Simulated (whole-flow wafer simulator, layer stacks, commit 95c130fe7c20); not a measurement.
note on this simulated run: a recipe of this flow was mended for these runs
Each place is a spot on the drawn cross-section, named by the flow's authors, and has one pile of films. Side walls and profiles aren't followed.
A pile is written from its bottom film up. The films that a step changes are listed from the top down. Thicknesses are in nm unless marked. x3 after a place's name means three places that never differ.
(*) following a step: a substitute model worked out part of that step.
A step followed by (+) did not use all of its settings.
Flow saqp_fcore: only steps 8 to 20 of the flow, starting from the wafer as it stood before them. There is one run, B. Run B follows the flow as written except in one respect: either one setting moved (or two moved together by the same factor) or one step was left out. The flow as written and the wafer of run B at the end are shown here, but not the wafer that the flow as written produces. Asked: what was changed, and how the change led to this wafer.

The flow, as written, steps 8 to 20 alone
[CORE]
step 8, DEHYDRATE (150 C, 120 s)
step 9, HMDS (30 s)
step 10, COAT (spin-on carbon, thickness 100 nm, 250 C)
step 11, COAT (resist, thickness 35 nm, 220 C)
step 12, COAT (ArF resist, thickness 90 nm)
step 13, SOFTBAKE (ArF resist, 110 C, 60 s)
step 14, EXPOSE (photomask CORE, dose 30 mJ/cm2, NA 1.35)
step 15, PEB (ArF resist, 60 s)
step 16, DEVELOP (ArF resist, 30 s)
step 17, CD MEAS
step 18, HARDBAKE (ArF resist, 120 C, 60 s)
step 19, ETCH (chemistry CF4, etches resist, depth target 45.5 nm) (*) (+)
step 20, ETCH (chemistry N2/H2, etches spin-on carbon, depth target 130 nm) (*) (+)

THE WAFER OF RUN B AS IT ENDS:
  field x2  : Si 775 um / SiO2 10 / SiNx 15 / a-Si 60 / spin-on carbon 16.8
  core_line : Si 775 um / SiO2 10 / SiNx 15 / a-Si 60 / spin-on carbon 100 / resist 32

Cause: step 20, ETCH: depth target 78 nm was run, whereas the flow has depth target 130 nm.

Step by step, how the change led to this:
  step 20, ETCH (chemistry N2/H2, etches spin-on carbon, depth target 130 nm) (*) (+)
      field x2: spin-on carbon loses 78 (as written it would have been: spin-on carbon loses 94.8 (all of it), a-Si loses 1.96)
      core_line: ArF resist loses 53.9 (all of it), resist loses 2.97 (as written it would have been: ArF resist loses 53.9 (all of it), resist loses 6.44)
